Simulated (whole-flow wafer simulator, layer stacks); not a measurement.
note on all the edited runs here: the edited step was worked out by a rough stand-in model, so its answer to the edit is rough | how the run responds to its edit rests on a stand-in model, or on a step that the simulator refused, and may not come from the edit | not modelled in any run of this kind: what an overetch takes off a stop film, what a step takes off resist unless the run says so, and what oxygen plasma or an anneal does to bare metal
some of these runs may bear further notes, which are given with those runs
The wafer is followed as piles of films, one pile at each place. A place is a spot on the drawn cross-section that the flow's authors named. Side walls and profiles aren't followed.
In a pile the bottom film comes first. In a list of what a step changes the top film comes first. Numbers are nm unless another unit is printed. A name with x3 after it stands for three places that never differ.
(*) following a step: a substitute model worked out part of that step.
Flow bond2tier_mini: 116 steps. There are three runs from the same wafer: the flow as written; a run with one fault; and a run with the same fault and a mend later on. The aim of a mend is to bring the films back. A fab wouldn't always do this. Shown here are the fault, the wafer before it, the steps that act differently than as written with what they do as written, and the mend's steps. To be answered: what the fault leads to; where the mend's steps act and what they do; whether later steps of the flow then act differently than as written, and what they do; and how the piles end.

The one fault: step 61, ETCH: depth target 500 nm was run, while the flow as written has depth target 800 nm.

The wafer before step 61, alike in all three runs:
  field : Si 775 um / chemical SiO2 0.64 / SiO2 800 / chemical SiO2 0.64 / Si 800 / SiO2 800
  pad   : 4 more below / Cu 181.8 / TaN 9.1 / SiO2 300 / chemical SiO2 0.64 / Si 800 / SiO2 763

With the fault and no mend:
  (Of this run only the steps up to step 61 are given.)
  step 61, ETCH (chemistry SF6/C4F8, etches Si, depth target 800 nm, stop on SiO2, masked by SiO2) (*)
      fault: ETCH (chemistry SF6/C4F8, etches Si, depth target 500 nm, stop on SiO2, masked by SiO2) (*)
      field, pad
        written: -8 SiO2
        fault: -5 SiO2
  The piles after step 61 are only slightly different from the flow's at the places that both follow, by no more than 2% or 0.5 nm, whichever is larger.

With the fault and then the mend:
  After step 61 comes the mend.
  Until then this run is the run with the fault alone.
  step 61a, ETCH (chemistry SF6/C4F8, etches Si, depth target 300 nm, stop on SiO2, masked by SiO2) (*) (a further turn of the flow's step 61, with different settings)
      field, pad
        -3 SiO2
  Later steps of the flow that are run all act as written at every place that is followed.
  At every place that both follow, the piles at the end match the flow's.
